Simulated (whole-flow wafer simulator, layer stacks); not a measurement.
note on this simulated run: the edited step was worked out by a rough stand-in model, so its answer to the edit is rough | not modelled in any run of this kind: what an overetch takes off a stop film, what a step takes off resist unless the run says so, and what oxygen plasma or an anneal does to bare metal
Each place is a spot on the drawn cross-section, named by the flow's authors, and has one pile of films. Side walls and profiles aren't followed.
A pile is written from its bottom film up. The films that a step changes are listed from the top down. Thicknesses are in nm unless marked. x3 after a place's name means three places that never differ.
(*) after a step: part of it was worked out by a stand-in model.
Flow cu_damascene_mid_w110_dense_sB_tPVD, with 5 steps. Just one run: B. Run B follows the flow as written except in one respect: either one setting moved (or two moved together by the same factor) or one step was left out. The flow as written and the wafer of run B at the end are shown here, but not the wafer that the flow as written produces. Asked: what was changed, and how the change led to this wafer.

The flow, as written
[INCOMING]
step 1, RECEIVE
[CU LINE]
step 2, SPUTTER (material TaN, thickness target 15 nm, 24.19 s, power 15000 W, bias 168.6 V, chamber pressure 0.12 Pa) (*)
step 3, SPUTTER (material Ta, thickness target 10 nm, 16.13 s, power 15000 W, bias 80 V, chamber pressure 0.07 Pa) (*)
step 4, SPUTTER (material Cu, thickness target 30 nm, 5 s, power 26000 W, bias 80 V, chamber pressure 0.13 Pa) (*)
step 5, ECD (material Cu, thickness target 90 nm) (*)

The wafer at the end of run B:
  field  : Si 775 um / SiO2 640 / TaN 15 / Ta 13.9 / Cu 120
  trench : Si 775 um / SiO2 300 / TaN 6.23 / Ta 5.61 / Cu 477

The reason: step 3, SPUTTER: 22.38 s was run, though the flow has 16.13 s.

Step by step, how the change led to this:
  step 3, SPUTTER (material Ta, thickness target 10 nm, 16.13 s, power 15000 W, bias 80 V, chamber pressure 0.07 Pa) (*)
      field: +13.9 Ta (new film) (as written it would have been: +10 Ta (new film))
      trench: +5.61 Ta (new film) (as written it would have been: +4.05 Ta (new film))
